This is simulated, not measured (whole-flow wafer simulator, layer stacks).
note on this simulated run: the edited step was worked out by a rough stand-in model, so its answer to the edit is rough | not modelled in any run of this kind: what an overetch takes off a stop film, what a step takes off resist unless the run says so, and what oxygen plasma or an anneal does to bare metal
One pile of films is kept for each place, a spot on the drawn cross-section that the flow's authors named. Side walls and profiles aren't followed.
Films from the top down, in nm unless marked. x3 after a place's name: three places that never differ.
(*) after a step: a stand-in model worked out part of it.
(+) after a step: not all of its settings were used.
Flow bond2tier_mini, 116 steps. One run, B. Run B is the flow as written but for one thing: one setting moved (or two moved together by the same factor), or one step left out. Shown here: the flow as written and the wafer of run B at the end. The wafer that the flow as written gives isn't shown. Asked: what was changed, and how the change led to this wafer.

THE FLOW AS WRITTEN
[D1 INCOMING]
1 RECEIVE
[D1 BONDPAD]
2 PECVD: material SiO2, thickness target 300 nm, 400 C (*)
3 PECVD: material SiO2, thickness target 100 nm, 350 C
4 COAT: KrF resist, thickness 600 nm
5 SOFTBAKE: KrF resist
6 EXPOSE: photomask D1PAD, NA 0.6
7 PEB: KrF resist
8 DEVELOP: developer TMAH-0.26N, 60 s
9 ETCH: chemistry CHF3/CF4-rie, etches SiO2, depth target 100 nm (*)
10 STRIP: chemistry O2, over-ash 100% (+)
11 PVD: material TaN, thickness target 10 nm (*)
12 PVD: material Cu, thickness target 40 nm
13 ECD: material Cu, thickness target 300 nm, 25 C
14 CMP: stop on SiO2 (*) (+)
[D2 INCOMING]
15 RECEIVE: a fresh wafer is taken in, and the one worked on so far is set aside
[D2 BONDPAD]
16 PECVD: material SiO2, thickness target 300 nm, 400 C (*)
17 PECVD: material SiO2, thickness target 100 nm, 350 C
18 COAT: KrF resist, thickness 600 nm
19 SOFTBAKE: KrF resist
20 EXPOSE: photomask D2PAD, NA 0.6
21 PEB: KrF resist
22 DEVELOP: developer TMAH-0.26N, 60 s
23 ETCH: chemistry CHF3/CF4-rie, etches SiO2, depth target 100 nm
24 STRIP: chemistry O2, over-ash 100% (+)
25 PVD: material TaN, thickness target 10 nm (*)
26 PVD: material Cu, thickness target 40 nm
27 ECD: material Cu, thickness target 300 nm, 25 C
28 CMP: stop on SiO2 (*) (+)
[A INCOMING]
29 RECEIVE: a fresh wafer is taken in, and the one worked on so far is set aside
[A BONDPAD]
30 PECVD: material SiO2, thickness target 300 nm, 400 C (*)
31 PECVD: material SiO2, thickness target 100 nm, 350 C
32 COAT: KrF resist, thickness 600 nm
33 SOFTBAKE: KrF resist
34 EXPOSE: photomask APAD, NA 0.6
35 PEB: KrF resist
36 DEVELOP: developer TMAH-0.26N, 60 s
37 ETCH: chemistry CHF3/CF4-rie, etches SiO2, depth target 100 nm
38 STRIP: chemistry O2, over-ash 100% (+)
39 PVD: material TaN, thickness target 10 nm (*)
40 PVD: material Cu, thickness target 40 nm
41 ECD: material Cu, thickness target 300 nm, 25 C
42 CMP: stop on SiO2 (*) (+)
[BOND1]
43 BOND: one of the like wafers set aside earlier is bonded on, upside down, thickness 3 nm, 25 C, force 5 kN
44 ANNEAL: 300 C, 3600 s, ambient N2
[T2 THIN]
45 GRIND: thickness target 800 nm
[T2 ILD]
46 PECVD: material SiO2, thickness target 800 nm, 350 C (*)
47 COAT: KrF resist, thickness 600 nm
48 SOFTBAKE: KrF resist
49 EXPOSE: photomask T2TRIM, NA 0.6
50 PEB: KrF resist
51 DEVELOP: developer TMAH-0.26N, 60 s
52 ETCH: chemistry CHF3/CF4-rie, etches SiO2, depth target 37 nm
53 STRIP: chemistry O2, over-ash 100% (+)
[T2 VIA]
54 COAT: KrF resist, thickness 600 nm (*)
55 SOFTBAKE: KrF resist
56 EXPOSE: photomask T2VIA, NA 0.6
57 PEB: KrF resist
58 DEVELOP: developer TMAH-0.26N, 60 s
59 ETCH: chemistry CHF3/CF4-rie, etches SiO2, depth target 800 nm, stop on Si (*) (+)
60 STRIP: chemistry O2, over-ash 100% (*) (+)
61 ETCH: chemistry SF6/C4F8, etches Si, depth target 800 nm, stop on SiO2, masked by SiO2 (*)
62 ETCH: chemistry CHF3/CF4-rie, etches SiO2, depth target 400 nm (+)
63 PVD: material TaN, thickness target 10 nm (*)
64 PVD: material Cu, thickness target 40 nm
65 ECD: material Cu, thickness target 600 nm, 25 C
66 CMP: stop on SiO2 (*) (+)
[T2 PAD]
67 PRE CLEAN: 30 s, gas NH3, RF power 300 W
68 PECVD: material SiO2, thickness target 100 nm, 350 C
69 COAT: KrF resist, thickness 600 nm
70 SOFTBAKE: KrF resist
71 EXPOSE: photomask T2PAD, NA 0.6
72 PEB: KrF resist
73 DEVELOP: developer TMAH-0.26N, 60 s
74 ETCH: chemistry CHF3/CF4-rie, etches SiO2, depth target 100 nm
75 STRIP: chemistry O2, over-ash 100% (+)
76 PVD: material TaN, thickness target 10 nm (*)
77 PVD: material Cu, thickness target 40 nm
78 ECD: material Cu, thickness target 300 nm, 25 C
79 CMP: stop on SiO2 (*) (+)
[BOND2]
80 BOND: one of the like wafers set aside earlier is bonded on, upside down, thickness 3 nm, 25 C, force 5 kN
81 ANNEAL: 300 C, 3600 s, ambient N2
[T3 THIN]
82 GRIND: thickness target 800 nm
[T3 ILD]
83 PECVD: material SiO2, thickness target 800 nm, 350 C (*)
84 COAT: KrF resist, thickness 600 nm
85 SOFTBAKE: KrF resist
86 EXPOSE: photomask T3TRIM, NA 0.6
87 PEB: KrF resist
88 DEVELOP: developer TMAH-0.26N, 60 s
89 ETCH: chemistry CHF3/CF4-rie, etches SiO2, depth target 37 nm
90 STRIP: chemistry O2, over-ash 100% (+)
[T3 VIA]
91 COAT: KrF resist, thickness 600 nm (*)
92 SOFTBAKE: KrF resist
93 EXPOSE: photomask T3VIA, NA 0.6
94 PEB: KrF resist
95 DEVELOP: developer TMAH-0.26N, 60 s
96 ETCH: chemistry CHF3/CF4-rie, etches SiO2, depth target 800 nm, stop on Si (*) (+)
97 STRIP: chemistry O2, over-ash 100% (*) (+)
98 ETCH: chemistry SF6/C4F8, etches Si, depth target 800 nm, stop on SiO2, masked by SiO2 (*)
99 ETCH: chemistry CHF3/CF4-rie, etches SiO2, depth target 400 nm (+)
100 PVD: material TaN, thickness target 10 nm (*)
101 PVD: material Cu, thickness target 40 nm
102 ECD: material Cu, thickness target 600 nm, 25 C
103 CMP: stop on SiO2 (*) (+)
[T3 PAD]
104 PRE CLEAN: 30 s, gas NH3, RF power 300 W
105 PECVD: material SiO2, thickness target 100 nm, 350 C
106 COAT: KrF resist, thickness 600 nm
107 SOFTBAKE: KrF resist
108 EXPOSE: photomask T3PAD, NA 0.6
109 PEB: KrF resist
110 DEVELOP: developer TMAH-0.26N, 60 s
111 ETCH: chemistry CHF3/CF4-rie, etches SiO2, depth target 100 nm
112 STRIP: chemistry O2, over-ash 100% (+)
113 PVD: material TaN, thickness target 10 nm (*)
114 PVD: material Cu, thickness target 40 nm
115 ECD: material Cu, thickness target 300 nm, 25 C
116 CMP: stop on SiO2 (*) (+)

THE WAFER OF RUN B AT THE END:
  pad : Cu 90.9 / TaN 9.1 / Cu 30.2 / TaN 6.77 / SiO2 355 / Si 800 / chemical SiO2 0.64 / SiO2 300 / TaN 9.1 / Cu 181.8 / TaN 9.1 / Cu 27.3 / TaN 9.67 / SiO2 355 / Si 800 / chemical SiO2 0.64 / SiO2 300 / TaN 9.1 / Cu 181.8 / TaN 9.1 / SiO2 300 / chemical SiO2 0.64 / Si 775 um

The cause: step 100, PVD: thickness target 7 nm was run, where the flow has thickness target 10 nm.

How the change led to this, step by step:
  100 PVD: material TaN, thickness target 10 nm (*)
      field: TaN +7 (new film) (as written it would be: TaN +10 (new film))
      pad: TaN +6.77 (new film) (as written it would be: TaN +9.67 (new film))
  103 CMP: stop on SiO2 (*) (+)
      field: Cu -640 (all of it), TaN -7 (all of it) (as written it would be: Cu -640 (all of it), TaN -10 (all of it))
